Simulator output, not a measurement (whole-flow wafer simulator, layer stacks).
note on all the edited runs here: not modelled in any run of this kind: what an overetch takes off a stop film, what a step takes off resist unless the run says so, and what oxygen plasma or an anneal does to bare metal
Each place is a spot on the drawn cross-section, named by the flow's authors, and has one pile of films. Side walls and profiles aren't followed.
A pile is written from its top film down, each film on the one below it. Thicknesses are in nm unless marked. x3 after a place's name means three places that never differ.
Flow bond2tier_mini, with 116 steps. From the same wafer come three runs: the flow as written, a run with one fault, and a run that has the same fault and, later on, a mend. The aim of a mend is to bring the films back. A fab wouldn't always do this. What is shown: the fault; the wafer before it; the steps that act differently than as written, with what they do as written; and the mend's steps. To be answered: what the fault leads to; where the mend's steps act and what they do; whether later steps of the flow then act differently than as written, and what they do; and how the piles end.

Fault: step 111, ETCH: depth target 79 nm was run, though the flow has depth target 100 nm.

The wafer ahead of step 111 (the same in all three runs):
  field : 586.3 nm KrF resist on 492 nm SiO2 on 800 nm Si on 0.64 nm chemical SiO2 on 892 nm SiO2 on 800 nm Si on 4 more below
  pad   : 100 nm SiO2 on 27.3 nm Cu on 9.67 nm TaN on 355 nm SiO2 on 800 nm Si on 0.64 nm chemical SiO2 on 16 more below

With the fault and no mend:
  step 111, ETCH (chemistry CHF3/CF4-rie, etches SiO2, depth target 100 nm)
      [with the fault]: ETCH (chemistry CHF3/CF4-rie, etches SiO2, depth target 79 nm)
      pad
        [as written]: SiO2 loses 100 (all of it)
        [with the fault]: SiO2 loses 79
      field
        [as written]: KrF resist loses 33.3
        [with the fault]: KrF resist loses 26.3
  Steps later in the flow that act otherwise than as written (3 more steps, not shown, differ only slightly: by at most 2% or 0.5 nm, whichever is larger):
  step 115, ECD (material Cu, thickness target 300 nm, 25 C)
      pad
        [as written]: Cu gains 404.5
        [with the fault]: Cu gains 382.6
  By the end, the piles at pad depart from the flow's by more than 2% or 0.5 nm, whichever is larger.
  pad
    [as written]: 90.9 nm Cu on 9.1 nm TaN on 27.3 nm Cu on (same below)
    [with the fault]: 69.7 nm Cu on 9.29 nm TaN on 21 nm SiO2 on 27.3 nm Cu on (same below)

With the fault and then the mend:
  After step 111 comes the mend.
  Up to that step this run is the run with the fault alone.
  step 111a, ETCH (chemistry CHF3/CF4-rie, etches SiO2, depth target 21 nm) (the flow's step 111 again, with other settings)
      field
        KrF resist loses 7
      pad
        SiO2 loses 21 (all of it)
  None of the later steps of the flow acts differently than as written at any place that is followed.
  At every place that both follow, the piles at the end match the flow's.
